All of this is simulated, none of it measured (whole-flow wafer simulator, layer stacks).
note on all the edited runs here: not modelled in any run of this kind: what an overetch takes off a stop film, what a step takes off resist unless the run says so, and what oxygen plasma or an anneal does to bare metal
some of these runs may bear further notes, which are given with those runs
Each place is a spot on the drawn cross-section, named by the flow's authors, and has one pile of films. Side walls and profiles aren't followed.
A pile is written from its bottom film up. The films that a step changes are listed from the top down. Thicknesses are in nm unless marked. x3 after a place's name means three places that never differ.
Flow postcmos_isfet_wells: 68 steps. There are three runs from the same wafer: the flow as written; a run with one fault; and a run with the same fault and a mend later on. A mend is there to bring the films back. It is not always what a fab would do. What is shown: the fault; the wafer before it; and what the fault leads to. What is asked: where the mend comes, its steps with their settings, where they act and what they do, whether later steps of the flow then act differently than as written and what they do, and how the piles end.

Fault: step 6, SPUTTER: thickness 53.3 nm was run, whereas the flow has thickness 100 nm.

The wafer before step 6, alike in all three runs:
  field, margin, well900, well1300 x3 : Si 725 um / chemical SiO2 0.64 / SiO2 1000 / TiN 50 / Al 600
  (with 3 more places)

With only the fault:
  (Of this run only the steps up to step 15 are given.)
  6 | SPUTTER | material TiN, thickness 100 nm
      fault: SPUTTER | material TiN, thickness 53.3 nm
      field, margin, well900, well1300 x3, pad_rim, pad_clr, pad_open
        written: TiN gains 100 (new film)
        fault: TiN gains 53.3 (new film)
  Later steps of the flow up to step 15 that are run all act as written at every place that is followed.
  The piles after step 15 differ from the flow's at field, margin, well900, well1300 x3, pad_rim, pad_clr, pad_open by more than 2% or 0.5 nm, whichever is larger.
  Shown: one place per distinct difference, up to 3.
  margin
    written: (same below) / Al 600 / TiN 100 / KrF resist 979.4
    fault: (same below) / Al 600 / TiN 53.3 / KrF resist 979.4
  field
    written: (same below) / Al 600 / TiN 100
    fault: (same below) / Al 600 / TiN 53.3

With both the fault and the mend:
  The mend follows step 6.
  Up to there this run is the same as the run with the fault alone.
  6a | ETCH | chemistry peroxide tin strip, depth target 61.29 nm
      field, margin, well900, well1300 x3, pad_rim, pad_clr, pad_open
        TiN loses 53.3 (all of it)
  6b | SPUTTER | material TiN, thickness 100 nm (the flow's step 6, run once more)
      field, margin, well900, well1300 x3, pad_rim, pad_clr, pad_open
        TiN gains 100 (new film)
  Later steps of the flow that are run all act as written at every place that is followed.
  The piles end the same as the flow's at every place that both follow.
